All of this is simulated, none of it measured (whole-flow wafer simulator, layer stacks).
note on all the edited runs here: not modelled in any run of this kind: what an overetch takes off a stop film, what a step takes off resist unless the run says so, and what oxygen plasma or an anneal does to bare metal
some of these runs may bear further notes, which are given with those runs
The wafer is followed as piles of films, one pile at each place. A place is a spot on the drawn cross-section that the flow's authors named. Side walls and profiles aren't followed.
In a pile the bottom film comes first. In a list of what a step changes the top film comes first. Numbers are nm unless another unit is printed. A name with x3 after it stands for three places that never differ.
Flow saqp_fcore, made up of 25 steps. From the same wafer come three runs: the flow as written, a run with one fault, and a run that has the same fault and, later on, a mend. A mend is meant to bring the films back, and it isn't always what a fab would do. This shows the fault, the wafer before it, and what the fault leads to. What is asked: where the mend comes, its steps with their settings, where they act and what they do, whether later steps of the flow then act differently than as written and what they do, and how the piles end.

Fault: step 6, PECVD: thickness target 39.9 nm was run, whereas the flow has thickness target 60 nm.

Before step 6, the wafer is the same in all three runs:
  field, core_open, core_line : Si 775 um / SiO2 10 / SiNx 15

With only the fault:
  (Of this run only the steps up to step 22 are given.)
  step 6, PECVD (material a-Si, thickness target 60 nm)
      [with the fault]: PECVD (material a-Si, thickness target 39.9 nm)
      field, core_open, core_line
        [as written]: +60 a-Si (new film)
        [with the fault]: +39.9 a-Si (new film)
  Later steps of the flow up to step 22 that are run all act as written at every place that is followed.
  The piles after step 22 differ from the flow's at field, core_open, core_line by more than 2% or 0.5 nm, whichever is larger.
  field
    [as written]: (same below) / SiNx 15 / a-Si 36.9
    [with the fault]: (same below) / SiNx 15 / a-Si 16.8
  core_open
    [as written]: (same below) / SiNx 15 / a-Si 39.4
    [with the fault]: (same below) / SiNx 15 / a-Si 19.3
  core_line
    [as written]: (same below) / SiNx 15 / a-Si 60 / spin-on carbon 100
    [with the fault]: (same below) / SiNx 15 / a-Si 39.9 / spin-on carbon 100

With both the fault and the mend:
  After step 7 comes the mend.
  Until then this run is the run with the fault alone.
  step 7a, PECVD (material a-Si, thickness target 20.1 nm) (a further turn of the flow's step 6, with different settings)
      field, core_open, core_line
        +20.1 a-Si
  Later steps of the flow that are run all act as written at every place that is followed.
  By the end, the piles equal the flow's at every place that both follow.
